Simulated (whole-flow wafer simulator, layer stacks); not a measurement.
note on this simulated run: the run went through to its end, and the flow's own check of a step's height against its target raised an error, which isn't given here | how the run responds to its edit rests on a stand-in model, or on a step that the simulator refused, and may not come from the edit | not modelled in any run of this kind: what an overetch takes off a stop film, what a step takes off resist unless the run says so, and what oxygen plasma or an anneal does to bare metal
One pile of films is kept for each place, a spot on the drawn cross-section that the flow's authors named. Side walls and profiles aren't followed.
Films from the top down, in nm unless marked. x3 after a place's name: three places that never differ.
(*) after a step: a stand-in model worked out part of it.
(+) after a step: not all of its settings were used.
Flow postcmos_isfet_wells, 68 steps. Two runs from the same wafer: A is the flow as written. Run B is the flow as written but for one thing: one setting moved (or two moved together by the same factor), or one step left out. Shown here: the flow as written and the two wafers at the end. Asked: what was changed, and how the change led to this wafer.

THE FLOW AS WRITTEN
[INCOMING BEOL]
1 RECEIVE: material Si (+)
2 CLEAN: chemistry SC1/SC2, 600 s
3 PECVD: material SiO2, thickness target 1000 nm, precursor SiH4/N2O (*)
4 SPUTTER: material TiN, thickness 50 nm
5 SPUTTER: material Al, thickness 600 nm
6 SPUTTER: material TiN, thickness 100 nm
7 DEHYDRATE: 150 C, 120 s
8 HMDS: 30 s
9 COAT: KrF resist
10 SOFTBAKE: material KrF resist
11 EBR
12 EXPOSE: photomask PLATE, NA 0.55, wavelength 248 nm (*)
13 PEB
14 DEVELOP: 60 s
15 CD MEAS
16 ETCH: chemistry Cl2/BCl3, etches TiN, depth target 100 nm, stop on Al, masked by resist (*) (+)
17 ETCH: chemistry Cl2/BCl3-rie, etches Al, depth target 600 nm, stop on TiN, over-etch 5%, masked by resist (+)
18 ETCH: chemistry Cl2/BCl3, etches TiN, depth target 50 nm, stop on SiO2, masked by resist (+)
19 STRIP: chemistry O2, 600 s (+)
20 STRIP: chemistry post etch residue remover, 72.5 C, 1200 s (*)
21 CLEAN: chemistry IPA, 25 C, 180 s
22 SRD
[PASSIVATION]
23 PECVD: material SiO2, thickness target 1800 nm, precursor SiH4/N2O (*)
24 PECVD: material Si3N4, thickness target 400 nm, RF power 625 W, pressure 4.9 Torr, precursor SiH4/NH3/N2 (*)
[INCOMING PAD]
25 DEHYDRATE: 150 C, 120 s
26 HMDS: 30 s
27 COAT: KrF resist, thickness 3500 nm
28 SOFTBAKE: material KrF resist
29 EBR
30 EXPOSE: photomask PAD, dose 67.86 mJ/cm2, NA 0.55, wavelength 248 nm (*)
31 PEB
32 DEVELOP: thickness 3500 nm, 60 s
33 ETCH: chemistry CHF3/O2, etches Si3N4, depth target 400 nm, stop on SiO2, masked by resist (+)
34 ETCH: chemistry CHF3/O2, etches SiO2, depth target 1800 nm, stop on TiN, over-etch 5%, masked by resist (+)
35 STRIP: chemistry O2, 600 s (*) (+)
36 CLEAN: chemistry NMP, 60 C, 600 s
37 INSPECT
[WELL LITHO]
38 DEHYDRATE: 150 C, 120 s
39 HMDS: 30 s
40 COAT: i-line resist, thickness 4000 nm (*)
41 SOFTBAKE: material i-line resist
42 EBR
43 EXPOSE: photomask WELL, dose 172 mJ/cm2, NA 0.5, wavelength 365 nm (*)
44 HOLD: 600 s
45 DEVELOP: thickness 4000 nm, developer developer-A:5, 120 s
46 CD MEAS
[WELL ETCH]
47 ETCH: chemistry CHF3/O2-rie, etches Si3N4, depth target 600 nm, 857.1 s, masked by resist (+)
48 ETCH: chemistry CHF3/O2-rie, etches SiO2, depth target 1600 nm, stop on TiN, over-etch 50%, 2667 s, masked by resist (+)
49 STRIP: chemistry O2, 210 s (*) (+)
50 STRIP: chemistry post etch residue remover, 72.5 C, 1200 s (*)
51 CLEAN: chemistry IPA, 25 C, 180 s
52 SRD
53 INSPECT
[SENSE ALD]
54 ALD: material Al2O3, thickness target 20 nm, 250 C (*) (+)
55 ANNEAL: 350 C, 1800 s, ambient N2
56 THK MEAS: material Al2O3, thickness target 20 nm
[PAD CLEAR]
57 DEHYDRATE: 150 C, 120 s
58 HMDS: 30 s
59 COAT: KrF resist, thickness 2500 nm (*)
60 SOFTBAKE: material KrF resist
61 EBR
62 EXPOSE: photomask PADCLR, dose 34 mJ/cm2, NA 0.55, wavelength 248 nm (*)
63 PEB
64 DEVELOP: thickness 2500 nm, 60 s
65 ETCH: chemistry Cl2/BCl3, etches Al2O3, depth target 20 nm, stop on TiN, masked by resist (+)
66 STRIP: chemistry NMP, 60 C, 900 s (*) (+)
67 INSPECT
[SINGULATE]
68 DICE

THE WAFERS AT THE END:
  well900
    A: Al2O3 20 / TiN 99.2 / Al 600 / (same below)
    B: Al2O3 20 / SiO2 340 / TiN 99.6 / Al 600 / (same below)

The cause: step 48, ETCH: depth target 840 nm was run, where the flow has depth target 1600 nm; step 48, ETCH: 1400 s was run, where the flow has 2667 s.

How the change led to this, step by step:
  48 ETCH: chemistry CHF3/O2-rie, etches SiO2, depth target 1600 nm, stop on TiN, over-etch 50%, 2667 s, masked by resist (+)
      well900, well1300 x3: A SiO2 -1600 (all of it) | B SiO2 -1260
      field, margin, pad_rim, pad_clr, pad_open: A i-line resist -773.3 | B i-line resist -406
  49 STRIP: chemistry O2, 210 s (*) (+)
      field, margin, pad_rim: A i-line resist -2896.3 (all of it) | B i-line resist -3263.7 (all of it)
      pad_clr: A i-line resist -1996.5 (all of it) | B i-line resist -2363.8 (all of it)
      (and at 1 more place)
  59 COAT: KrF resist, thickness 2500 nm (*)
      field: A KrF resist +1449 (new film) | B KrF resist +1611.6 (new film)
      margin: A KrF resist +1448.9 (new film) | B KrF resist +1611.5 (new film)
  63 PEB
      field, margin: A KrF resist -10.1 | B KrF resist -11.3
  66 STRIP: chemistry NMP, 60 C, 900 s (*) (+)
      field: A KrF resist -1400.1 (all of it) | B KrF resist -1561.6 (all of it)
      margin: A KrF resist -1400.1 (all of it) | B KrF resist -1561.5 (all of it)
